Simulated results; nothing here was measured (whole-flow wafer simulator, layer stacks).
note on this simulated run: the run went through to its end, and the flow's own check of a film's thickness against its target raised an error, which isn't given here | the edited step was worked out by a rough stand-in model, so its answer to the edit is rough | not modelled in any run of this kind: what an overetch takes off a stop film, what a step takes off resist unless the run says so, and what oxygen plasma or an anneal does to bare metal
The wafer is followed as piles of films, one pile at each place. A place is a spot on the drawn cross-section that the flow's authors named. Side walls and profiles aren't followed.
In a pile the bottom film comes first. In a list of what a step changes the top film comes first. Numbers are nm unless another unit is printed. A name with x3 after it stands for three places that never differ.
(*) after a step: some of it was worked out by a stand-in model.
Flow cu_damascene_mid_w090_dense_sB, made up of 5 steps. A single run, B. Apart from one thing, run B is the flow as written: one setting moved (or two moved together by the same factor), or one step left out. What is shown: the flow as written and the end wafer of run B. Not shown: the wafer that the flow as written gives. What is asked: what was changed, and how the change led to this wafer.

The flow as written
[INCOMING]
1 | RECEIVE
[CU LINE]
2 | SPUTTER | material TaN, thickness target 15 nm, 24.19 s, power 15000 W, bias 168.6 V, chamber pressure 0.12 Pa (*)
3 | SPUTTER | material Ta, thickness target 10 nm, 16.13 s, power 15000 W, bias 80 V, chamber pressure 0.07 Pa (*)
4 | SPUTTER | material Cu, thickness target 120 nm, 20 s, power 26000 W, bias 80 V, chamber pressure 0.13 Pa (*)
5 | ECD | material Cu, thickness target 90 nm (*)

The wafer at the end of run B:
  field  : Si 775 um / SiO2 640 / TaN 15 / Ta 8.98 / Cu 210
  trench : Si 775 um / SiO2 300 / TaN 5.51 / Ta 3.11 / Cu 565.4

The reason: step 3, SPUTTER: power 13470 W was run, whereas the flow has power 15000 W.

How this came from the change, step by step:
  3 | SPUTTER | material Ta, thickness target 10 nm, 16.13 s, power 15000 W, bias 80 V, chamber pressure 0.07 Pa (*)
      field: +8.98 Ta (new film) (it would be, as written: +10 Ta (new film))
